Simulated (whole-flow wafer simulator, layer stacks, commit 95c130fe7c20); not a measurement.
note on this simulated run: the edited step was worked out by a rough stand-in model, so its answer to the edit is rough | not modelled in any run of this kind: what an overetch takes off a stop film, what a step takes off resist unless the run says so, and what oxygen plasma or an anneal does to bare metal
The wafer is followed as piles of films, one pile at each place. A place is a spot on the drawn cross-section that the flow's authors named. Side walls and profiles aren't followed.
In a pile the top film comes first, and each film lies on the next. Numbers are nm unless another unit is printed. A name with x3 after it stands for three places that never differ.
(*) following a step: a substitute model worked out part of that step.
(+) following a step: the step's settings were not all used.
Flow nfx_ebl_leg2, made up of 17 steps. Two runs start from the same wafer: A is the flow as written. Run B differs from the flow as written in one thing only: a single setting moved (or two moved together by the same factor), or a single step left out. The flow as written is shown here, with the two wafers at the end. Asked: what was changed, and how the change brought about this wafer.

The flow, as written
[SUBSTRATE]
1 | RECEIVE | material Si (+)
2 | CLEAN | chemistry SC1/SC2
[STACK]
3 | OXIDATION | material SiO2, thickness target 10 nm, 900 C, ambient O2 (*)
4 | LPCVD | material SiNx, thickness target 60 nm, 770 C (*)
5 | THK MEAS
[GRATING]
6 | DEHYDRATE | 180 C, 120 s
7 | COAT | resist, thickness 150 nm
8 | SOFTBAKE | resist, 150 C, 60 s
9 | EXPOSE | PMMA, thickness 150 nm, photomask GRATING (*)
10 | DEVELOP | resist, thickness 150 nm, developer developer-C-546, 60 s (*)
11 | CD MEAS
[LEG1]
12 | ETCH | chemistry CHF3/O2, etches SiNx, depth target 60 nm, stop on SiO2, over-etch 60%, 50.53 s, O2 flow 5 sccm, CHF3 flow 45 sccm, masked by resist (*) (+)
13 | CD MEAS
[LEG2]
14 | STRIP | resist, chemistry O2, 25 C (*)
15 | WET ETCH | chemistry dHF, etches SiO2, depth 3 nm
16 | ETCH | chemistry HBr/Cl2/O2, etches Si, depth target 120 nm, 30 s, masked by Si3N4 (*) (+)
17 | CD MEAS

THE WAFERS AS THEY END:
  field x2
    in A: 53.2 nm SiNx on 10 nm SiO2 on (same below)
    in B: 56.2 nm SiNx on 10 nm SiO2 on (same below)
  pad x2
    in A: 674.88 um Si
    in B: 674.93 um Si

Cause: step 16, ETCH: depth target 66 nm was run, whereas the flow has depth target 120 nm; step 16, ETCH: 16.5 s was run, where the flow has 30 s.

Step by step, how the change led to this:
  16 | ETCH | chemistry HBr/Cl2/O2, etches Si, depth target 120 nm, 30 s, masked by Si3N4 (*) (+)
      field x2: A -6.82 SiNx | B -3.75 SiNx
      pad x2: A -120 Si | B -66 Si
